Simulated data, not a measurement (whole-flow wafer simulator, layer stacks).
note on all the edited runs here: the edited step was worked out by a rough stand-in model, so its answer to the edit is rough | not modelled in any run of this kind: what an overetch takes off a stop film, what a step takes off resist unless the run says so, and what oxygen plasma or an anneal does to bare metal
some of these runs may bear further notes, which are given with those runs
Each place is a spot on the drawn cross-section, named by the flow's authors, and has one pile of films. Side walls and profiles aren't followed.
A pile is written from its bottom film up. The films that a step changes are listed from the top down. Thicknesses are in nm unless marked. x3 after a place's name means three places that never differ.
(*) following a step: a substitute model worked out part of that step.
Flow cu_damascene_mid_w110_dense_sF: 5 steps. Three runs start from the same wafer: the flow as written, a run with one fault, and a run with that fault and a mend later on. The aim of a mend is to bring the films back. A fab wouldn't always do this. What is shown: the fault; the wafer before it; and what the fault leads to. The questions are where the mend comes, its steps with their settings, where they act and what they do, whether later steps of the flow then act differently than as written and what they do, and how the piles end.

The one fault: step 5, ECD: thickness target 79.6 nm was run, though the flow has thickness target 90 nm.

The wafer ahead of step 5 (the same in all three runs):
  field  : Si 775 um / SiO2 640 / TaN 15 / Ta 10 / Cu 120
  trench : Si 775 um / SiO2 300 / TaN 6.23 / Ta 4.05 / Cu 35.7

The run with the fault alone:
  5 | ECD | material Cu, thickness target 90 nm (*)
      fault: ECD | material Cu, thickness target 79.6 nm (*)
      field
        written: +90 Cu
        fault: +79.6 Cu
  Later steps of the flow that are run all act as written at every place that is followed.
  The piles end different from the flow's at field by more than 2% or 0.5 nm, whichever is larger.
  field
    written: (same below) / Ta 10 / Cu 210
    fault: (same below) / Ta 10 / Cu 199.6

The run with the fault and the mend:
  The mend stands after step 5.
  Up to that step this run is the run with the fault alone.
  5a | ECD | material Cu, thickness target 10.4 nm (a further turn of the flow's step 5, with different settings)
      field, trench
        +10.4 Cu
  Later steps of the flow that are run all act as written at every place that is followed.
  At every place that both follow, the piles at the end match the flow's.
